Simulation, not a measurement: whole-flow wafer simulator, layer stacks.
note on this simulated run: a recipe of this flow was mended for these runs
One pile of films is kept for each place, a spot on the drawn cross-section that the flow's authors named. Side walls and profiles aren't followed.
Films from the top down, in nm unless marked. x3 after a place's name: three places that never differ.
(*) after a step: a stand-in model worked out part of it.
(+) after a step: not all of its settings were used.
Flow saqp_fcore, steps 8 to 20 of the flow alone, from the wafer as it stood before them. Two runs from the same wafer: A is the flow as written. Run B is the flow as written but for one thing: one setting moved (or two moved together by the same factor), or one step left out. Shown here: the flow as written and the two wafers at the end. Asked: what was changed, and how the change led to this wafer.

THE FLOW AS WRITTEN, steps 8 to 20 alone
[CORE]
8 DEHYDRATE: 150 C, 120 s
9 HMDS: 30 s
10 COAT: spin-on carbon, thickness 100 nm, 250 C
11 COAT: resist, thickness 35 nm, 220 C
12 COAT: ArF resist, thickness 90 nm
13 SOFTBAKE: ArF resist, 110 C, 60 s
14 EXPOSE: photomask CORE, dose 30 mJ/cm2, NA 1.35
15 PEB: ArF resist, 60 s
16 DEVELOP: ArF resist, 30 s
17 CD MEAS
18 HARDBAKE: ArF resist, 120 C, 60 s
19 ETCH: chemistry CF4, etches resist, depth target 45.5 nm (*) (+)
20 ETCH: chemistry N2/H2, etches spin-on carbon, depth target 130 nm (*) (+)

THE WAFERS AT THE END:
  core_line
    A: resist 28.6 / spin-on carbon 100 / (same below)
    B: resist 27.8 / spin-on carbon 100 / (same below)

The cause: step 12, COAT: thickness 71.5 nm was run, where the flow has thickness 90 nm.

How the change led to this, step by step:
  12 COAT: ArF resist, thickness 90 nm
      field x2, core_line: A ArF resist +90 (new film) | B ArF resist +71.5 (new film)
  16 DEVELOP: ArF resist, 30 s
      field x2: A ArF resist -89.6 (all of it) | B ArF resist -71.1 (all of it)
  20 ETCH: chemistry N2/H2, etches spin-on carbon, depth target 130 nm (*) (+)
      core_line: A ArF resist -53.9 (all of it), resist -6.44 | B ArF resist -35.8 (all of it), resist -7.19
